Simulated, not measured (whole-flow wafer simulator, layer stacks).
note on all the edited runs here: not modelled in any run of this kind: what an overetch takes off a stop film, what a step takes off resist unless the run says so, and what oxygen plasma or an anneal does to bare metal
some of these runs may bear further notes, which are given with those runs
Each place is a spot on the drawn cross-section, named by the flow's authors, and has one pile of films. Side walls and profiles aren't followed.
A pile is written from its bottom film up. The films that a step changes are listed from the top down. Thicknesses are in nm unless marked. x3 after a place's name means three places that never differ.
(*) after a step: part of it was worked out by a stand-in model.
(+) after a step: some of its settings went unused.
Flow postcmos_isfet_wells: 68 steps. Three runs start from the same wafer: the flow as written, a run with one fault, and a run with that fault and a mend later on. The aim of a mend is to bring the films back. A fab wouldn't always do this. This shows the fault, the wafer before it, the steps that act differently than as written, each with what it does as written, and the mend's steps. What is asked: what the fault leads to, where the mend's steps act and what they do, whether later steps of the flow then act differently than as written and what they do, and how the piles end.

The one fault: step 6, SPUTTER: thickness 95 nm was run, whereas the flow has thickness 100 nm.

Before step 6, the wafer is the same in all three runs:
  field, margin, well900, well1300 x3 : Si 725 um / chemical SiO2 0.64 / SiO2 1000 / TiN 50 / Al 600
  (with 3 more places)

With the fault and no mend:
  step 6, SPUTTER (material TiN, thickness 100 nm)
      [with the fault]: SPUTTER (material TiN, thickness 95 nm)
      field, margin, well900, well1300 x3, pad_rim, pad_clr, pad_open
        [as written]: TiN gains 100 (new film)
        [with the fault]: TiN gains 95 (new film)
  Later steps of the flow acting differently than as written:
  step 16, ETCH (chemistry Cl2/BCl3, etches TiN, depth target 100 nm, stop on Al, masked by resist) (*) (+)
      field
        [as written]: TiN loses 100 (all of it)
        [with the fault]: TiN loses 95 (all of it)
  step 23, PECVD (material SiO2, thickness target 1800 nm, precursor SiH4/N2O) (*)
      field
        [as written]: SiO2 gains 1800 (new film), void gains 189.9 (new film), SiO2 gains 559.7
        [with the fault]: SiO2 gains 1800 (new film), void gains 186.1 (new film), SiO2 gains 558.5
  By the end, the piles at margin, well900, well1300 x3, pad_rim, pad_clr, pad_open depart from the flow's by more than 2% or 0.5 nm, whichever is larger.
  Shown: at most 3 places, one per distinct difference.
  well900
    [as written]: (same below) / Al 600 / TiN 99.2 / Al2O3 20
    [with the fault]: (same below) / Al 600 / TiN 94.2 / Al2O3 20
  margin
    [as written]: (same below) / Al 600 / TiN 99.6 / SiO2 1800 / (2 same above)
    [with the fault]: (same below) / Al 600 / TiN 94.6 / SiO2 1800 / (2 same above)
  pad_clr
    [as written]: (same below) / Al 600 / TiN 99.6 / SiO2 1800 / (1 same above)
    [with the fault]: (same below) / Al 600 / TiN 94.6 / SiO2 1800 / (1 same above)

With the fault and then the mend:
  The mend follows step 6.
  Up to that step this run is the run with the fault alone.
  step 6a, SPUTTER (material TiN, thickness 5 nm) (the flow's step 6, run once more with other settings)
      field, margin, well900, well1300 x3, pad_rim, pad_clr, pad_open
        TiN gains 5
  Every later step of the flow that is run acts as written at every place that is followed.
  By the end, the piles equal the flow's at every place that both follow.
